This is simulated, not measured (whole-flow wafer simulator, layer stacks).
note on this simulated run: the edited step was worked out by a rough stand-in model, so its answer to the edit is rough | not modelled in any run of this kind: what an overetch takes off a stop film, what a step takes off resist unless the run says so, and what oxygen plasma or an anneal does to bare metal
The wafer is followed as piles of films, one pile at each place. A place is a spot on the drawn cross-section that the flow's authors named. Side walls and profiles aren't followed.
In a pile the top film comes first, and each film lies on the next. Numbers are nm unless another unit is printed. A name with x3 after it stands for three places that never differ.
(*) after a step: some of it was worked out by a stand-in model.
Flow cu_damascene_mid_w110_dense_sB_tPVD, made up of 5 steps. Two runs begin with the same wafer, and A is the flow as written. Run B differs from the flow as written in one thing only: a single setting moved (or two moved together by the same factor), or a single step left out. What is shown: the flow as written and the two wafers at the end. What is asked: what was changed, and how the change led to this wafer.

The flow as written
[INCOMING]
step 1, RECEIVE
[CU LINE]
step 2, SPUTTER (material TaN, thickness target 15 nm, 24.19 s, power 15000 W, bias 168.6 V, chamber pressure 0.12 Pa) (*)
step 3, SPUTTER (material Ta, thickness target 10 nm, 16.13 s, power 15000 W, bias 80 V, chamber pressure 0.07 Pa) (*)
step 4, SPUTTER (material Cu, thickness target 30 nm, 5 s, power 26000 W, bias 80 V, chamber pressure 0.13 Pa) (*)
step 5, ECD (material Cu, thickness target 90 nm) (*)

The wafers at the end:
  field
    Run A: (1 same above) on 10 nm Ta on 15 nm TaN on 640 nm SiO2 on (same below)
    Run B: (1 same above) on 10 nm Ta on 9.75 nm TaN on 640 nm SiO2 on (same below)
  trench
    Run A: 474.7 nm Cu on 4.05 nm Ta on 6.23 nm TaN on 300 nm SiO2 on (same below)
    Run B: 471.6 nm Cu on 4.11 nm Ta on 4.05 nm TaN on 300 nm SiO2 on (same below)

The reason: step 2, SPUTTER: 15.72 s was run, though the flow has 24.19 s.

The path from the change to this, step by step:
  step 2, SPUTTER (material TaN, thickness target 15 nm, 24.19 s, power 15000 W, bias 168.6 V, chamber pressure 0.12 Pa) (*)
      field: A +15 TaN (new film) | B +9.75 TaN (new film)
      trench: A +6.23 TaN (new film) | B +4.05 TaN (new film)
